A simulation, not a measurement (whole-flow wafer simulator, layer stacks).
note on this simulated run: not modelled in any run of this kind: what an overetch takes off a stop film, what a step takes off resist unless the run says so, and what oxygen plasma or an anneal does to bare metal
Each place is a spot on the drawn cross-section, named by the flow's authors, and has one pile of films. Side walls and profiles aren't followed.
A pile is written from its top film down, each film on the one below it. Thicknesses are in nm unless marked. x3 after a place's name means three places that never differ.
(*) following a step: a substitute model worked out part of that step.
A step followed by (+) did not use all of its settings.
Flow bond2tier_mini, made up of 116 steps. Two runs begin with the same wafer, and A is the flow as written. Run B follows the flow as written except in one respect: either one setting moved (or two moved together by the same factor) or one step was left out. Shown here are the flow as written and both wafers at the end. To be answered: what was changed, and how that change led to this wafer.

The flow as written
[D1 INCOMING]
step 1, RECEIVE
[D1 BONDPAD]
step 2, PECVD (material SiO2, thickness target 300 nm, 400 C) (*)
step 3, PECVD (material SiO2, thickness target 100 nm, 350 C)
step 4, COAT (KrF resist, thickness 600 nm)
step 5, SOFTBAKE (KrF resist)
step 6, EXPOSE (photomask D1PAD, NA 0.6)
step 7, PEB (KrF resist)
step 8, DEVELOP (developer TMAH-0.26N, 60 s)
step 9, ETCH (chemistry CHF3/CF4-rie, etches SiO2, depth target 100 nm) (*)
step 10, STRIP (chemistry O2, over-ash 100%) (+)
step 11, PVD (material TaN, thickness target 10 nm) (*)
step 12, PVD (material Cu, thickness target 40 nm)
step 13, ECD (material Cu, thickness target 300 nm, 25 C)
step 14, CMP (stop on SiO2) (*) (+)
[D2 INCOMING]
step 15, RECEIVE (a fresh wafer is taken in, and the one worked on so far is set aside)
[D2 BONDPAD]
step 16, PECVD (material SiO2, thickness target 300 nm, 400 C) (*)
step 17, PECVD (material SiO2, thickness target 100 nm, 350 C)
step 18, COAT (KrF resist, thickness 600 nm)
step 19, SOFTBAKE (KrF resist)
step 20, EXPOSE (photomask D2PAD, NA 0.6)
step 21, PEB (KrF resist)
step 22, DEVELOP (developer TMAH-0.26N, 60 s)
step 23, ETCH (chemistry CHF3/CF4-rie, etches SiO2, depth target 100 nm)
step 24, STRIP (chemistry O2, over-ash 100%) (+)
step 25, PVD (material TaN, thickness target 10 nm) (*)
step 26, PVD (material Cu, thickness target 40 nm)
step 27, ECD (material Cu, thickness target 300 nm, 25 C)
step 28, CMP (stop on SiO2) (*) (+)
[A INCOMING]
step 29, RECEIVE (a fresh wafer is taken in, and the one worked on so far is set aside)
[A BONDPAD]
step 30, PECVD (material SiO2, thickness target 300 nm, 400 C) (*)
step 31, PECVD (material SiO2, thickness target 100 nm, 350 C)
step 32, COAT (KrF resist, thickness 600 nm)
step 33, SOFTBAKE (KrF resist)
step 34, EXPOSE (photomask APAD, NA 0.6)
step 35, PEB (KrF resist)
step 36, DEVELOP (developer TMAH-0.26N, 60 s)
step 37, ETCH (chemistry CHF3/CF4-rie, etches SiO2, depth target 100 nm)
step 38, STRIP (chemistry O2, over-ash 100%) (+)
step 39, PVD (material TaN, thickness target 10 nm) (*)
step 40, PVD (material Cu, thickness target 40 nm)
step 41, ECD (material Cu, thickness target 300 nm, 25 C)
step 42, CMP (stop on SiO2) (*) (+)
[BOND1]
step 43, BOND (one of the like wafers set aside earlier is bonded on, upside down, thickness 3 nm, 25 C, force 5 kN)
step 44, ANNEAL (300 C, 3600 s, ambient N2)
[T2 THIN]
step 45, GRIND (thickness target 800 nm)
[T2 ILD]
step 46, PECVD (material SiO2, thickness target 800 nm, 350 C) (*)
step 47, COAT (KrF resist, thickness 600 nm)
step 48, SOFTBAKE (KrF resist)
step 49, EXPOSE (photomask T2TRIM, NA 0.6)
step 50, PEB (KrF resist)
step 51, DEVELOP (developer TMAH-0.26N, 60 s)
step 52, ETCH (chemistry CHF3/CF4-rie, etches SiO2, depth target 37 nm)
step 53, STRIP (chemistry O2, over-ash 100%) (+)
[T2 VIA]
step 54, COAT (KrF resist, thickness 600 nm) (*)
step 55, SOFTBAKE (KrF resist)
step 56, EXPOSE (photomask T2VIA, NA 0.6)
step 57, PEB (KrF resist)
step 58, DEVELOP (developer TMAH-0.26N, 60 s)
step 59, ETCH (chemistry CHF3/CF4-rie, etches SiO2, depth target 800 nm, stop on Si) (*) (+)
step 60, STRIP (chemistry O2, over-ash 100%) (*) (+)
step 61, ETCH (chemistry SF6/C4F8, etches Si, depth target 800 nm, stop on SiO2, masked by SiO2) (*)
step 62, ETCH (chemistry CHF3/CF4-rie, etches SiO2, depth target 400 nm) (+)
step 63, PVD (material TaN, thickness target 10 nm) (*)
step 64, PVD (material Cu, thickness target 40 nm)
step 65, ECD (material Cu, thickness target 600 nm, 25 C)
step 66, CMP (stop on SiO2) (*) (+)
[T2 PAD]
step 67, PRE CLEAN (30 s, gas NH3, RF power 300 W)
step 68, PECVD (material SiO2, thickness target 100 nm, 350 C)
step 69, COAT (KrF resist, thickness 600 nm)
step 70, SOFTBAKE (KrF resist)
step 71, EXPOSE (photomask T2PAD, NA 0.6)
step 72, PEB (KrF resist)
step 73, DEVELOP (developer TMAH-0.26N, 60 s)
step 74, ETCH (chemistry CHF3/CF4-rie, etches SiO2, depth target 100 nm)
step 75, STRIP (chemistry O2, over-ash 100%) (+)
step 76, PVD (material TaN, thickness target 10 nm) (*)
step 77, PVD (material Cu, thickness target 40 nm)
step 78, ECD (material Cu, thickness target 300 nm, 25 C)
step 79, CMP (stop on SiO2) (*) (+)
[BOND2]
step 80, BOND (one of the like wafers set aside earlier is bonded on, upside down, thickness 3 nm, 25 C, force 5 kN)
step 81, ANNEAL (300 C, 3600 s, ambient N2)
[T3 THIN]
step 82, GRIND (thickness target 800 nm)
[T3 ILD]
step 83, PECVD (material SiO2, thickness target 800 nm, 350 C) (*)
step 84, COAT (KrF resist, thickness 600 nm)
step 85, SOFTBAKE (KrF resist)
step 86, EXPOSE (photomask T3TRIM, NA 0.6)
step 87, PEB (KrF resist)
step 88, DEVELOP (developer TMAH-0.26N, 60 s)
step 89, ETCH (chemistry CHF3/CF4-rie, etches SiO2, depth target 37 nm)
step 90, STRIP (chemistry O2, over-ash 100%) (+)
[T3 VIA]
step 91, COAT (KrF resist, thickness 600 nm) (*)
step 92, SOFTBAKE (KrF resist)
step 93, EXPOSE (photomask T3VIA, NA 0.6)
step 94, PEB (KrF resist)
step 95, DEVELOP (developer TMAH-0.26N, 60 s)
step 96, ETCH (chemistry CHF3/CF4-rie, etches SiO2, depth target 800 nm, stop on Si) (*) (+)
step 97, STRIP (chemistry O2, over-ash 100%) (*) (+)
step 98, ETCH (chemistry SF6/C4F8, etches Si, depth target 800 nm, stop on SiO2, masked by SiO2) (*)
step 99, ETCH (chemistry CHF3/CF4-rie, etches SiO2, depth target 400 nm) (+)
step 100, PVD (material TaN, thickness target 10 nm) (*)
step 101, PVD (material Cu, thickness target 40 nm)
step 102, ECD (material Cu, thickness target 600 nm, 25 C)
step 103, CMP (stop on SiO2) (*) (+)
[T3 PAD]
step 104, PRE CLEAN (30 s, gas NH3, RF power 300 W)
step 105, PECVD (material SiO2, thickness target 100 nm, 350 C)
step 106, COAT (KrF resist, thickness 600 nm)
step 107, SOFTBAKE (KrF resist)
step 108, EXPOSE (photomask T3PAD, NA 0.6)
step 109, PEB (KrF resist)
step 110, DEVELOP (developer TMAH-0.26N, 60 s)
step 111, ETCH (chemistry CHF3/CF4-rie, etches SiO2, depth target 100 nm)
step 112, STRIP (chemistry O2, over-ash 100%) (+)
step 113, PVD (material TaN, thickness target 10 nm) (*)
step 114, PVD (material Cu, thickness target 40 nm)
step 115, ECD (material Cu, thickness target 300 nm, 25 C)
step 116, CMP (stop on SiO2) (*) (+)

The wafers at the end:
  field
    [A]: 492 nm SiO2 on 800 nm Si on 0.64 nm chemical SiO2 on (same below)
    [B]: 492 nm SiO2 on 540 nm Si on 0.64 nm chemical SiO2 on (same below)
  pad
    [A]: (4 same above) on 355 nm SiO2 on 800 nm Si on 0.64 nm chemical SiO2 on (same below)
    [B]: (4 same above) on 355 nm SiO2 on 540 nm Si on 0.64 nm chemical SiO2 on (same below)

Cause: step 82, GRIND: thickness target 540 nm was run, while the flow as written has thickness target 800 nm.
The wafer lets one read it off: field has Si 540, and step 82 as written asks for 800 nm.

Step by step, how the change led to this:
  step 82, GRIND (thickness target 800 nm)
      field, pad: A -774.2 um Si | B -774.46 um Si
